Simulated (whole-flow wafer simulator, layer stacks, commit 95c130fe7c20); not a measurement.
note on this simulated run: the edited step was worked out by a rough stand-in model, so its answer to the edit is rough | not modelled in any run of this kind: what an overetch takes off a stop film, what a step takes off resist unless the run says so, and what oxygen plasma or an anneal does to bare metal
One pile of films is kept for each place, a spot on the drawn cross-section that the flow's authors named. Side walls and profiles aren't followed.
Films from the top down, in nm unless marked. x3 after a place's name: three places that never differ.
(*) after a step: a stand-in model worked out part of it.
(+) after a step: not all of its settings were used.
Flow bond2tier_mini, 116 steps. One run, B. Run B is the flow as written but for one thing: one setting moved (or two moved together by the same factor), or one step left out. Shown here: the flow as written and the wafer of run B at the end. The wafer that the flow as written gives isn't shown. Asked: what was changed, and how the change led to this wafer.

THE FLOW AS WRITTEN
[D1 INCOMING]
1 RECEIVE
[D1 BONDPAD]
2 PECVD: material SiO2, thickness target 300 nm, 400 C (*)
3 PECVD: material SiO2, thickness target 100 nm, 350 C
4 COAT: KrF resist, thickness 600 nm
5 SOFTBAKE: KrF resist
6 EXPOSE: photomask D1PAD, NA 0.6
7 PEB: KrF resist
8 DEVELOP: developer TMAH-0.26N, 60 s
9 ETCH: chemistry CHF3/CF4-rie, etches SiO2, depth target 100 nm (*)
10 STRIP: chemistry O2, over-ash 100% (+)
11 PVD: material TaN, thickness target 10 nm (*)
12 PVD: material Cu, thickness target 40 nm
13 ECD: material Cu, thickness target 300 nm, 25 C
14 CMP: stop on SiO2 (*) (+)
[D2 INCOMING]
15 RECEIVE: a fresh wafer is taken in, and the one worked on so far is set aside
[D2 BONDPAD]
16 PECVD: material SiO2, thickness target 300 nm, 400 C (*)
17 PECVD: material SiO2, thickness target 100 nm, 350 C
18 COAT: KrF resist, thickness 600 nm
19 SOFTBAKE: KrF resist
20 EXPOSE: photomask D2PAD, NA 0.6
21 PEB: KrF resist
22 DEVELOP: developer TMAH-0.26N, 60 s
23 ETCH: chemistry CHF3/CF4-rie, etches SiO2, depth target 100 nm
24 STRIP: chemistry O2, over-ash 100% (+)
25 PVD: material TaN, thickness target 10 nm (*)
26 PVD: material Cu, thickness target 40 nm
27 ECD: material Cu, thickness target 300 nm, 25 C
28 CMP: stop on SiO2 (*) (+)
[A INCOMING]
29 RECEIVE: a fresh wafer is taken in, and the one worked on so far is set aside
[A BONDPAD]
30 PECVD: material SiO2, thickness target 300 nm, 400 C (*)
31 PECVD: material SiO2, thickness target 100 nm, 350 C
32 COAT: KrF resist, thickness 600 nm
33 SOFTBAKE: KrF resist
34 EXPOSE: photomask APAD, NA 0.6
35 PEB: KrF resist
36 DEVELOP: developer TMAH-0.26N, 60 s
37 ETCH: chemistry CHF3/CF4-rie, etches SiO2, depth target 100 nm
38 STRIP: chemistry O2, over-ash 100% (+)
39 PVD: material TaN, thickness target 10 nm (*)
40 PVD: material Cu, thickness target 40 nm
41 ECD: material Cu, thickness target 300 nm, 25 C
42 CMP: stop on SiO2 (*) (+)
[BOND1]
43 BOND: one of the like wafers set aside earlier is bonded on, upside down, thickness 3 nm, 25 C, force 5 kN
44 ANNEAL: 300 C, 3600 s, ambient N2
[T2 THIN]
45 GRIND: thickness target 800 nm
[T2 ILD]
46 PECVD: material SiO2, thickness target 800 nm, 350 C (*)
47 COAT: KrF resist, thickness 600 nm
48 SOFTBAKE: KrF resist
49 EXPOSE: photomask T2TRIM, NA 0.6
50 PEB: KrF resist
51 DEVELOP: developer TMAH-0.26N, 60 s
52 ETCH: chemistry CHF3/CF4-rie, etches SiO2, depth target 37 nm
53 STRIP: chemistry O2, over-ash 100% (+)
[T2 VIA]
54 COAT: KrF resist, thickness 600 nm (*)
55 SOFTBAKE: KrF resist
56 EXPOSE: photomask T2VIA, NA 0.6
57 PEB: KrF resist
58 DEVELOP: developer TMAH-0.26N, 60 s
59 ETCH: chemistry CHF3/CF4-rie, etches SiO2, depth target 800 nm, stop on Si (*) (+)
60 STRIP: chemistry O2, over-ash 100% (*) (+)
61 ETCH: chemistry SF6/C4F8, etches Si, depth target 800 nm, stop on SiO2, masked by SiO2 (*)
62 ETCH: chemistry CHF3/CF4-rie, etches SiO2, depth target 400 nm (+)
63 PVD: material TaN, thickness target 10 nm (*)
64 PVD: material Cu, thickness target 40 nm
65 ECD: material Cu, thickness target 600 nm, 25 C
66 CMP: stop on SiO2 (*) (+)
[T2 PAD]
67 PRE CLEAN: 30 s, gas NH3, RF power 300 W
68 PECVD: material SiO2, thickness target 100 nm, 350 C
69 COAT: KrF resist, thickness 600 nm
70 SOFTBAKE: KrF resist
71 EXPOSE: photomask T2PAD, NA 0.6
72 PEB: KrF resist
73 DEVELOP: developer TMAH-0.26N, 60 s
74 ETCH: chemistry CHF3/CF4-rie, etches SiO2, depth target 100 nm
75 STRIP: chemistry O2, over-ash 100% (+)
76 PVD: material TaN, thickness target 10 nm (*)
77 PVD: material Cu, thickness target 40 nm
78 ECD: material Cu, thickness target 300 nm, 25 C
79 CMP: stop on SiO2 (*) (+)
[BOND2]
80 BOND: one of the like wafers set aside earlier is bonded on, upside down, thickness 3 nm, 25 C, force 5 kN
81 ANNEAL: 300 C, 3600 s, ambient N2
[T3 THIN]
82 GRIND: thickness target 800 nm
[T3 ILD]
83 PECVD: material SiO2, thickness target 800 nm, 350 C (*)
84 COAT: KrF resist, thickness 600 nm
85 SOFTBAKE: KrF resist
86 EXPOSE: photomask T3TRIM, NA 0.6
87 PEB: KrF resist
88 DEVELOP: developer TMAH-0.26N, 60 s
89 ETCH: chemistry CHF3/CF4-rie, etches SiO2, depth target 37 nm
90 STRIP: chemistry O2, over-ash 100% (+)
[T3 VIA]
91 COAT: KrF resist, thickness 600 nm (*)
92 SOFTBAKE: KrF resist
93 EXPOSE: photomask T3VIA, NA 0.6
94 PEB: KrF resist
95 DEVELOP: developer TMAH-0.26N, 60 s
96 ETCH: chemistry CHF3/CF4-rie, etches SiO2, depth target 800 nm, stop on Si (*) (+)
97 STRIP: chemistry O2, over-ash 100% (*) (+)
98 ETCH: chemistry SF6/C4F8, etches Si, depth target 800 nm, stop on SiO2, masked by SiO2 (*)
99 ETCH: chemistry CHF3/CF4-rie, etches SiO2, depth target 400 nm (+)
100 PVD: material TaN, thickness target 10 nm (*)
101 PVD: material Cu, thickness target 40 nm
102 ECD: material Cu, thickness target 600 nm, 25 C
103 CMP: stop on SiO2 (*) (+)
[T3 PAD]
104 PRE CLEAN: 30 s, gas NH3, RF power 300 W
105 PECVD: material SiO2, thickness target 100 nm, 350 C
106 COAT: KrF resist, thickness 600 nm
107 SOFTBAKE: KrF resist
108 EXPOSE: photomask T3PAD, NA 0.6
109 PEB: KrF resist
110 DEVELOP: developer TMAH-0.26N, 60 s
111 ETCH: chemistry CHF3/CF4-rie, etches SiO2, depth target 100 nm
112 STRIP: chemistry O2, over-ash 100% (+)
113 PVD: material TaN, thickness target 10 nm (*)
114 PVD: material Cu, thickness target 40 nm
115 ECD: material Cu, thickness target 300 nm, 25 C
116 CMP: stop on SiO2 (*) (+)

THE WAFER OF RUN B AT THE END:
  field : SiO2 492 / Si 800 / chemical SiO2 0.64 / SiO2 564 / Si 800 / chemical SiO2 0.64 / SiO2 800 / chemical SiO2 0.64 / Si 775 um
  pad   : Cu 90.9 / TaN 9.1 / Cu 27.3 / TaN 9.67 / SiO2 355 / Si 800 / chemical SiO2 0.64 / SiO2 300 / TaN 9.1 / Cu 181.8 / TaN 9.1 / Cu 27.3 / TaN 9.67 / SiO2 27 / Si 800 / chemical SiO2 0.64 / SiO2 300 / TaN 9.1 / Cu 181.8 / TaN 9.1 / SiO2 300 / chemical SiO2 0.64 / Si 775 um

The cause: step 46, PECVD: thickness target 472 nm was run, where the flow has thickness target 800 nm.

How the change led to this, step by step:
  46 PECVD: material SiO2, thickness target 800 nm, 350 C (*)
      field, pad, via: SiO2 +472 (new film) (as written it would be: SiO2 +800 (new film))
  59 ETCH: chemistry CHF3/CF4-rie, etches SiO2, depth target 800 nm, stop on Si (*) (+)
      field, pad: KrF resist -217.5 (as written it would be: KrF resist -266.7)
      via: SiO2 -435 (all of it) (as written it would be: SiO2 -763 (all of it))
  60 STRIP: chemistry O2, over-ash 100% (*) (+)
      field: KrF resist -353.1 (all of it) (as written it would be: KrF resist -303.9 (all of it))
      pad: KrF resist -385.1 (all of it) (as written it would be: KrF resist -336 (all of it))
